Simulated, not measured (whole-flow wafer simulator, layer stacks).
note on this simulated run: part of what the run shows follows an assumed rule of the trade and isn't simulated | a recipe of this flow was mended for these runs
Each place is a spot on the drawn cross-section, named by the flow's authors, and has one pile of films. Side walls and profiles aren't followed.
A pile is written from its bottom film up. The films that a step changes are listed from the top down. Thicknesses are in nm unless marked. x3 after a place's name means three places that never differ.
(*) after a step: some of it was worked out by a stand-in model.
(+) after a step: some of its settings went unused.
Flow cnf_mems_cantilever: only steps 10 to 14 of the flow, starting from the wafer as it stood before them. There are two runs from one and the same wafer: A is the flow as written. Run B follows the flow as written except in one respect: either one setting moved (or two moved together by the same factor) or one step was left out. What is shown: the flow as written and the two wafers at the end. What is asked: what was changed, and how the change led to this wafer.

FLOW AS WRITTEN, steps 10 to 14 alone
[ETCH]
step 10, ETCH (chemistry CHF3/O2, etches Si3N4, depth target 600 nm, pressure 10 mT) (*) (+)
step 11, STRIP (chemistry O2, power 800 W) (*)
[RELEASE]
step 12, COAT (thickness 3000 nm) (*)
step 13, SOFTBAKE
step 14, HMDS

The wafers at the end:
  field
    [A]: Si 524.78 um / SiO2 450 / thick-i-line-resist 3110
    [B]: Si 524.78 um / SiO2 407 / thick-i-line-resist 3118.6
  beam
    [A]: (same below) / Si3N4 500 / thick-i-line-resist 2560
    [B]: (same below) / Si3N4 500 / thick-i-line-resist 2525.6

What caused this: step 10, ETCH: depth target 686 nm was run, though the flow has depth target 600 nm.

The path from the change to this, step by step:
  step 10, ETCH (chemistry CHF3/O2, etches Si3N4, depth target 600 nm, pressure 10 mT) (*) (+)
      field: A Si3N4 loses 500 (all of it), SiO2 loses 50 | B Si3N4 loses 500 (all of it), SiO2 loses 93
      beam: A KrF-resist loses 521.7 | B KrF-resist loses 596.5
  step 11, STRIP (chemistry O2, power 800 W) (*)
      beam: A KrF-resist loses 460.9 (all of it) | B KrF-resist loses 386.1 (all of it)
  step 13, SOFTBAKE
      field: A thick-i-line-resist gains 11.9 | B thick-i-line-resist gains 13
      beam: A thick-i-line-resist loses 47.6 | B thick-i-line-resist loses 52.1
